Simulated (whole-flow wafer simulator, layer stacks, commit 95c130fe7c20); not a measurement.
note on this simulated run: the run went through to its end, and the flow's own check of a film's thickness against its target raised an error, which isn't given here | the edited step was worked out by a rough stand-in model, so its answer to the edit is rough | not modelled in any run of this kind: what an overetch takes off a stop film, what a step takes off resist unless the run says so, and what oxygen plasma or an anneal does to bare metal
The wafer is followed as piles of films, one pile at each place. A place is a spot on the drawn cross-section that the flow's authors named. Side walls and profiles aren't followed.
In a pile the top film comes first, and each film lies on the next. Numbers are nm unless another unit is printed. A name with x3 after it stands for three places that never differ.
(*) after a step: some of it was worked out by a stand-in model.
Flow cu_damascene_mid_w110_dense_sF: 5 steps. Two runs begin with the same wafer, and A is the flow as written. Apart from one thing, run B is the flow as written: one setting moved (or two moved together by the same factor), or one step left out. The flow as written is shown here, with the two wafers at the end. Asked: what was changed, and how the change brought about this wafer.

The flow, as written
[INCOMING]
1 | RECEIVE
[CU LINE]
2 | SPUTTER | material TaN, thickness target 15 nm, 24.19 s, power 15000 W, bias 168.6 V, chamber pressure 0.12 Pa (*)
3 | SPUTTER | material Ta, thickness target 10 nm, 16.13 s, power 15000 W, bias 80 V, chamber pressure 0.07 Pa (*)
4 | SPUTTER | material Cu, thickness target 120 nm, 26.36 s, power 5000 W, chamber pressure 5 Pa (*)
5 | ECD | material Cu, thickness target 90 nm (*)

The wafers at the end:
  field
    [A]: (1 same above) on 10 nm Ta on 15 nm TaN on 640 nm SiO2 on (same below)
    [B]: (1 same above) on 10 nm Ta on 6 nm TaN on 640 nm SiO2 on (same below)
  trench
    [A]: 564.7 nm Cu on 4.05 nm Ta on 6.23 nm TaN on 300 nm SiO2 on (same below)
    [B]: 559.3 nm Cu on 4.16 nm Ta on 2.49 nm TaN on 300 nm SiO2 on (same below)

The reason: step 2, SPUTTER: thickness target 6 nm was run, whereas the flow has thickness target 15 nm; step 2, SPUTTER: 9.68 s was run, where the flow has 24.19 s.
The wafer lets one read it off: field has TaN 6, and step 2 as written asks for 15 nm.

Step by step, how the change led to this:
  2 | SPUTTER | material TaN, thickness target 15 nm, 24.19 s, power 15000 W, bias 168.6 V, chamber pressure 0.12 Pa (*)
      field: A +15 TaN (new film) | B +6 TaN (new film)
      trench: A +6.23 TaN (new film) | B +2.49 TaN (new film)
  4 | SPUTTER | material Cu, thickness target 120 nm, 26.36 s, power 5000 W, chamber pressure 5 Pa (*)
      trench: A +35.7 Cu (new film) | B +36.8 Cu (new film)
